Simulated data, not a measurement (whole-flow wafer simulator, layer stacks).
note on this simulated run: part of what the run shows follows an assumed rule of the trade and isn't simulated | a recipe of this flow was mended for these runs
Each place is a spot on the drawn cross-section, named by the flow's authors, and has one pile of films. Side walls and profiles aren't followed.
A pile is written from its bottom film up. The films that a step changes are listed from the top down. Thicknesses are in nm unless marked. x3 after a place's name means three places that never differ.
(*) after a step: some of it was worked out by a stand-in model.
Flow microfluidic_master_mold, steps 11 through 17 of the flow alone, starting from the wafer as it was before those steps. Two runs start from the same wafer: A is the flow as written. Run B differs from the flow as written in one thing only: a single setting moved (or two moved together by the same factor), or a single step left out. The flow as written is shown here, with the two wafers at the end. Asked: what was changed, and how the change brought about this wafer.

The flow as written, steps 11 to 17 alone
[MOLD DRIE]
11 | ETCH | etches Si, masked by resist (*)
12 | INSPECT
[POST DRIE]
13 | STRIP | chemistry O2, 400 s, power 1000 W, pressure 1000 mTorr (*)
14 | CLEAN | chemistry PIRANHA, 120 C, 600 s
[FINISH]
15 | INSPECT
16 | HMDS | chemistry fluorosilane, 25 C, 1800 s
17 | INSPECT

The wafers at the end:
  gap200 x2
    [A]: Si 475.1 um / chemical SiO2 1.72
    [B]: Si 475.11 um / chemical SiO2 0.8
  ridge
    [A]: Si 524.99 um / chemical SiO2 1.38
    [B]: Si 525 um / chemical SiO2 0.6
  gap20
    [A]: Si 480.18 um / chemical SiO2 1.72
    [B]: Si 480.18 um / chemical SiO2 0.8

What caused this: step 13, STRIP: chemistry O2, 400 s, power 1000 W, pressure 1000 mTorr (*), was omitted.

Step by step, how the change led to this:
  14 | CLEAN | chemistry PIRANHA, 120 C, 600 s
      gap20, gap50, gap200 x2: A nothing | B +0.8 chemical SiO2 (new film), -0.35 Si
      ridge: A nothing | B -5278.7 thick-i-line-resist (all of it)
